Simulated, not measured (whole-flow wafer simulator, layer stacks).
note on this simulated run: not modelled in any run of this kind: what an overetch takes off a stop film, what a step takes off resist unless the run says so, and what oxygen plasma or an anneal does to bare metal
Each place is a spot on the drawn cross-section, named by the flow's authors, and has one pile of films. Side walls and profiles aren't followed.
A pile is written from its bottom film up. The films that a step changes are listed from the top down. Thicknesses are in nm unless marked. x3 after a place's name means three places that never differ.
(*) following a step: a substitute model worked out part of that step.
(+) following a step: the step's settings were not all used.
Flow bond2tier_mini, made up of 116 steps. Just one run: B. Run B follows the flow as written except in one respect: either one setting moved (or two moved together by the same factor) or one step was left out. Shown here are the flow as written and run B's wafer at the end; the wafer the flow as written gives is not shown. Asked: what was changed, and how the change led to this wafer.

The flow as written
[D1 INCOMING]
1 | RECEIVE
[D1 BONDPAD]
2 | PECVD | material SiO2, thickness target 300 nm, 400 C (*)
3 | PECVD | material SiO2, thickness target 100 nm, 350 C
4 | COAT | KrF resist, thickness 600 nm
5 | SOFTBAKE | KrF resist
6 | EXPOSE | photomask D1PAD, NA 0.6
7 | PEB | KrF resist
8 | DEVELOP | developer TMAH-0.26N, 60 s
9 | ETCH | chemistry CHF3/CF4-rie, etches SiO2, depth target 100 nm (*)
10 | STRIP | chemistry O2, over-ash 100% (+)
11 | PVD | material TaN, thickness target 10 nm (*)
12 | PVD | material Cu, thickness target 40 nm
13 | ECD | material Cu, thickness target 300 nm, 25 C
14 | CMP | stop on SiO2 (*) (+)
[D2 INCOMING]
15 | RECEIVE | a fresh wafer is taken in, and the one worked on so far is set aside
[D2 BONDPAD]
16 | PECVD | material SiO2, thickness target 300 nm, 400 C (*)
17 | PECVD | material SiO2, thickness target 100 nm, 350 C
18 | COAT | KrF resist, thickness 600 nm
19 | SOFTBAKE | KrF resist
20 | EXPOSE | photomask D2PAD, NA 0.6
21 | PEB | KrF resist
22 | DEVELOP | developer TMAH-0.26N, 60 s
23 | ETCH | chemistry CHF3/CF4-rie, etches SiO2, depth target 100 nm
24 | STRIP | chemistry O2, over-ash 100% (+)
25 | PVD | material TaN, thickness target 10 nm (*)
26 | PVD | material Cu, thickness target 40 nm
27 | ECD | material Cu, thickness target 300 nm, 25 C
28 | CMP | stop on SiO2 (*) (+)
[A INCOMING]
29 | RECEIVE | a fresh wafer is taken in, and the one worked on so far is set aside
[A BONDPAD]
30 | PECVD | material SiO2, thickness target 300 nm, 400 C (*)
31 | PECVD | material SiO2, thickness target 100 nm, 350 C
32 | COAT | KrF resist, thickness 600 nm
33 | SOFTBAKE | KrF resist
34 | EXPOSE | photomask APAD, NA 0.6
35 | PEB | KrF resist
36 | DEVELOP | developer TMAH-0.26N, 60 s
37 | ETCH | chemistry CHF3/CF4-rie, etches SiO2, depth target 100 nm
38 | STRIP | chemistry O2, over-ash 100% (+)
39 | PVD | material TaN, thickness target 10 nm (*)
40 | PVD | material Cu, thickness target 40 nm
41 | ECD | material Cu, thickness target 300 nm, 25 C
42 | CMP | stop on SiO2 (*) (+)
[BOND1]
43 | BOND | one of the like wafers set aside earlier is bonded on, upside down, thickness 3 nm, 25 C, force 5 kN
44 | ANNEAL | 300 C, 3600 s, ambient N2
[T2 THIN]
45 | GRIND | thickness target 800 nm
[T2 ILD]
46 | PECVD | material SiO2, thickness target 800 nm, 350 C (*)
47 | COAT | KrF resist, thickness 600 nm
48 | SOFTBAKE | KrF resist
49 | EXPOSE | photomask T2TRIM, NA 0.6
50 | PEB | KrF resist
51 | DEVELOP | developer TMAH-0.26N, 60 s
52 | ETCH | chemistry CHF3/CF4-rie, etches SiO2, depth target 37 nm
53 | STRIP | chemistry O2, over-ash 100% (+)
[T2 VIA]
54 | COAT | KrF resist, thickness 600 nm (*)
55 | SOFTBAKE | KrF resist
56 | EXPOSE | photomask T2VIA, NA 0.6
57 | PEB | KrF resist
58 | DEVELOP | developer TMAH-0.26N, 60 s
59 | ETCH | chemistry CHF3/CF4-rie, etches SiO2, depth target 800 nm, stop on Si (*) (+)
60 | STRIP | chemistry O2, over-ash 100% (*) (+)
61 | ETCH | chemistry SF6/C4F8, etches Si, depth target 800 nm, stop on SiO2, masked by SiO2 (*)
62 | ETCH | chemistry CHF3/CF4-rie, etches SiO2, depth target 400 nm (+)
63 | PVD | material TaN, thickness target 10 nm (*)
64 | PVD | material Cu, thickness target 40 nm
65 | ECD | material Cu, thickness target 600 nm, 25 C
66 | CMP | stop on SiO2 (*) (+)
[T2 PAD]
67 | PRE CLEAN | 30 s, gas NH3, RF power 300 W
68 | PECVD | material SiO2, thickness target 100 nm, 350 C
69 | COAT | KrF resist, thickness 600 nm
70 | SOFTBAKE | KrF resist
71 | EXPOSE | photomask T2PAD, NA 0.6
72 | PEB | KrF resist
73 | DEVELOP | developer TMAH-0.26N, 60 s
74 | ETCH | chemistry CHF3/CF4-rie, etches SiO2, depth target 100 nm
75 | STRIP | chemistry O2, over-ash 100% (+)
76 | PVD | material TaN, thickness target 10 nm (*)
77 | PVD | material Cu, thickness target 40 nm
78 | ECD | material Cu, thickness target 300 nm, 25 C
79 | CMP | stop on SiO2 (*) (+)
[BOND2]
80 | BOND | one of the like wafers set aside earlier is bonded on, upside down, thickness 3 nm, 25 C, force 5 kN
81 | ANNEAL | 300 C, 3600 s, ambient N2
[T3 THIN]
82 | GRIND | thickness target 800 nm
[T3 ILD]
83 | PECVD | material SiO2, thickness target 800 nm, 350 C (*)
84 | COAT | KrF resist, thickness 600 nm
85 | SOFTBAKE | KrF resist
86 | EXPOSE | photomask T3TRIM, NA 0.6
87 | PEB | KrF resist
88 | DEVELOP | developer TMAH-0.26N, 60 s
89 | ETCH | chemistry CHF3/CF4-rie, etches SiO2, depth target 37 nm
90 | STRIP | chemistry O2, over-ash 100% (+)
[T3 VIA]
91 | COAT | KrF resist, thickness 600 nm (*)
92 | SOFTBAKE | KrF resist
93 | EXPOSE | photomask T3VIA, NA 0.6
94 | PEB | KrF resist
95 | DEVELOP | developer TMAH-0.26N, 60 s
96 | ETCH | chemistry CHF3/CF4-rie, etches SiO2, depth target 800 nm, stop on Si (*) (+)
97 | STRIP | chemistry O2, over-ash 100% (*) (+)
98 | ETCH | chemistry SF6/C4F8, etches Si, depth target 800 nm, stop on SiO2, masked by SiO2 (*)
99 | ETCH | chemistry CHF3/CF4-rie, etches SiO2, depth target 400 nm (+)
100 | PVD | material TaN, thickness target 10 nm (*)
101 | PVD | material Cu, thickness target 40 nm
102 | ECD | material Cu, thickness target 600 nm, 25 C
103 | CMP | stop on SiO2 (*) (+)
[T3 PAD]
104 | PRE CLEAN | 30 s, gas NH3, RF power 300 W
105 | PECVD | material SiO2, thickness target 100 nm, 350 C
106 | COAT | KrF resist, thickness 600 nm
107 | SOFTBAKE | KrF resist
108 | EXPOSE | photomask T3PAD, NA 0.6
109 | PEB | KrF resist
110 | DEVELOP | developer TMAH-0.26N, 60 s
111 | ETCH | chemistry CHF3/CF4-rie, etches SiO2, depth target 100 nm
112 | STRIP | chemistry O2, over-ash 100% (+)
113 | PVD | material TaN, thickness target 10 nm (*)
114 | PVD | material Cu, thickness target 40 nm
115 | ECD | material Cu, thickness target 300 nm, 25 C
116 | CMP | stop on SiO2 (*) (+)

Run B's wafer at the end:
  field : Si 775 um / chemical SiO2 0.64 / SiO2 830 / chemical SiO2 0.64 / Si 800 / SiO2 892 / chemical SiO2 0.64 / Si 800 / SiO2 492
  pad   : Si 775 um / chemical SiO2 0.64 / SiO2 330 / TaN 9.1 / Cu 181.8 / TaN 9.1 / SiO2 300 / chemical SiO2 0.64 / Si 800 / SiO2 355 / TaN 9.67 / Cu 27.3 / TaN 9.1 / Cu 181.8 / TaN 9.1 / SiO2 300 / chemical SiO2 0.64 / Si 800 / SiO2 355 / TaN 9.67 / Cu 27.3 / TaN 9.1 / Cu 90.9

Cause: step 31, PECVD: thickness target 130 nm was run, whereas the flow has thickness target 100 nm.

The path from the change to this, step by step:
  31 | PECVD | material SiO2, thickness target 100 nm, 350 C
      field, pad, via: SiO2 gains 130 (it would be, as written: SiO2 gains 100)
